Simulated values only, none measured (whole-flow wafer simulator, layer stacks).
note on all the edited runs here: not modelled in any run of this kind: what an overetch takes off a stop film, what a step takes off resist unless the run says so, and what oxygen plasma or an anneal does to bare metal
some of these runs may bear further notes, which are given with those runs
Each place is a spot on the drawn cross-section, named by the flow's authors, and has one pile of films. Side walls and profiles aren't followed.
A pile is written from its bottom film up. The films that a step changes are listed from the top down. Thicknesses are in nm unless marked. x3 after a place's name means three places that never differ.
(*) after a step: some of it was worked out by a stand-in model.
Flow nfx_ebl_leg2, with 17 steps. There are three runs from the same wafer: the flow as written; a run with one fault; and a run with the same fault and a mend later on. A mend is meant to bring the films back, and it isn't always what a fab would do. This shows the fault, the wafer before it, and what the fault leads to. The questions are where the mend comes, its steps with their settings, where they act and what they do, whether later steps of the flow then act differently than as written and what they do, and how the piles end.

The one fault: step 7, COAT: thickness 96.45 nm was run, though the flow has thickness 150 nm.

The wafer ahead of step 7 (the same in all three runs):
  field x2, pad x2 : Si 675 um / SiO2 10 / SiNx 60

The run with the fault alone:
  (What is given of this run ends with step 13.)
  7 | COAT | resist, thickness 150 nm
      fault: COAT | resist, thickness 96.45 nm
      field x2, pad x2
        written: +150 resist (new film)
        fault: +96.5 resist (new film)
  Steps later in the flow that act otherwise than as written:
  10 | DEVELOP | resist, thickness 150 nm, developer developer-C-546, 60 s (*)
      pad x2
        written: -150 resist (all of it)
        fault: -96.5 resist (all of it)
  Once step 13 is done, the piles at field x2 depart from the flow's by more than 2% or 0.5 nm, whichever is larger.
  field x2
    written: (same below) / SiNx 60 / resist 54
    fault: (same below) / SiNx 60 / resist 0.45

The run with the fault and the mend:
  After step 11 comes the mend.
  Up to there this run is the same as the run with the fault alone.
  11a | STRIP | resist, chemistry O2, 25 C (*)
      field x2
        -96.5 resist (all of it)
  11b | DEHYDRATE | 180 C, 120 s (the flow's step 6, run once more)
      does not change any film at any place that is followed
  11c | COAT | resist, thickness 150 nm (the flow's step 7, run once more)
      field x2, pad x2
        +150 resist (new film)
  11d | SOFTBAKE | resist, 150 C, 60 s (the flow's step 8, run once more)
      does not change any film at any place that is followed
  11e | EXPOSE | PMMA, photomask GRATING (*) (the flow's step 9, run once more with other settings)
      does not change any film at any place that is followed
  11f | DEVELOP | resist, developer developer-C-546, 60 s (*) (the flow's step 10, run once more with other settings)
      pad x2
        -150 resist (all of it)
  None of the later steps of the flow acts differently than as written at any place that is followed.
  At every place that both follow, the piles at the end match the flow's.
